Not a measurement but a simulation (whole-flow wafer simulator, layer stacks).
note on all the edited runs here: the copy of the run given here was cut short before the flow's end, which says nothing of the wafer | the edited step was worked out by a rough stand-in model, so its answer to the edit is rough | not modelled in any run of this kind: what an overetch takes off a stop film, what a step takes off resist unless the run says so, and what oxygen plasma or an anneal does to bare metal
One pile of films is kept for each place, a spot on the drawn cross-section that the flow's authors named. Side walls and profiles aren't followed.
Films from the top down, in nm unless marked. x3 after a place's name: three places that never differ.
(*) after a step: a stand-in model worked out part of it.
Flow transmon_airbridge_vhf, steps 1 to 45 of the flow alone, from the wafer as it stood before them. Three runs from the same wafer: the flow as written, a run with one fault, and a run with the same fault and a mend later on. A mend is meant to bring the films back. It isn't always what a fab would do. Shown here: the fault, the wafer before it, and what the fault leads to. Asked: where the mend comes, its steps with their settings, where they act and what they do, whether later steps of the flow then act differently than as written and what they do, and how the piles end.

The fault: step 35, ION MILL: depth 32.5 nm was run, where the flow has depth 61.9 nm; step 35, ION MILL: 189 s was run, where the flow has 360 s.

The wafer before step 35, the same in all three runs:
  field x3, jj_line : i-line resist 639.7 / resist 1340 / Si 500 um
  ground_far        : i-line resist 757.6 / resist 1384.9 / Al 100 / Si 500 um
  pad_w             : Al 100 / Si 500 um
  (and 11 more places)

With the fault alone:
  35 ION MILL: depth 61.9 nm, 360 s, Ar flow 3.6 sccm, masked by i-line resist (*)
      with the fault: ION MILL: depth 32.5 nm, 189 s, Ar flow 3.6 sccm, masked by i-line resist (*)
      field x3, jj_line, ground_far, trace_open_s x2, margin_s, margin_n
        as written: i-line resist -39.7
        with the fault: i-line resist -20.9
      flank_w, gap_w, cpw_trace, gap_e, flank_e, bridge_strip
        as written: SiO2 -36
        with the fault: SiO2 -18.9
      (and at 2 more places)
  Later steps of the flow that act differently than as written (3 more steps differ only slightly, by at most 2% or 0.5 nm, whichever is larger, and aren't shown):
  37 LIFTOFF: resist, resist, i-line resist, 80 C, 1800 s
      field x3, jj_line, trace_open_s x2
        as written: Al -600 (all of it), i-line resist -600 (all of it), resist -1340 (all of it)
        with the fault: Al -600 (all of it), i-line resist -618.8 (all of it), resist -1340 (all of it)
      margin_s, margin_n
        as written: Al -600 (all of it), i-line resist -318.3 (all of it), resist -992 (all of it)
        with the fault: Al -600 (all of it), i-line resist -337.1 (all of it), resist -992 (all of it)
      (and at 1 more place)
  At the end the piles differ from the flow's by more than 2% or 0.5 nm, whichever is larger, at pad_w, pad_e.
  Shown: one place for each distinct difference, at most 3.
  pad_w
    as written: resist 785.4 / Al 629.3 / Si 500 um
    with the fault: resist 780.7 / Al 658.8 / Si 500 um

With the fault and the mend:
  The mend comes after step 35.
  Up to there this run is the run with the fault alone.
  35a ION MILL: depth 29.4 nm, 171 s, Ar flow 3.6 sccm, masked by i-line resist (*) (the flow's step 35 once more, with other settings)
      field x3, jj_line, ground_far, trace_open_s x2, margin_s, margin_n
        i-line resist -18.9
      flank_w, gap_w, cpw_trace, gap_e, flank_e, bridge_strip
        SiO2 -17.1
      pad_w, pad_e
        Al -29.4
  No later step of the flow acts differently than as written at any place that is followed.
  At the end the piles are the same as the flow's at every place that both follow.
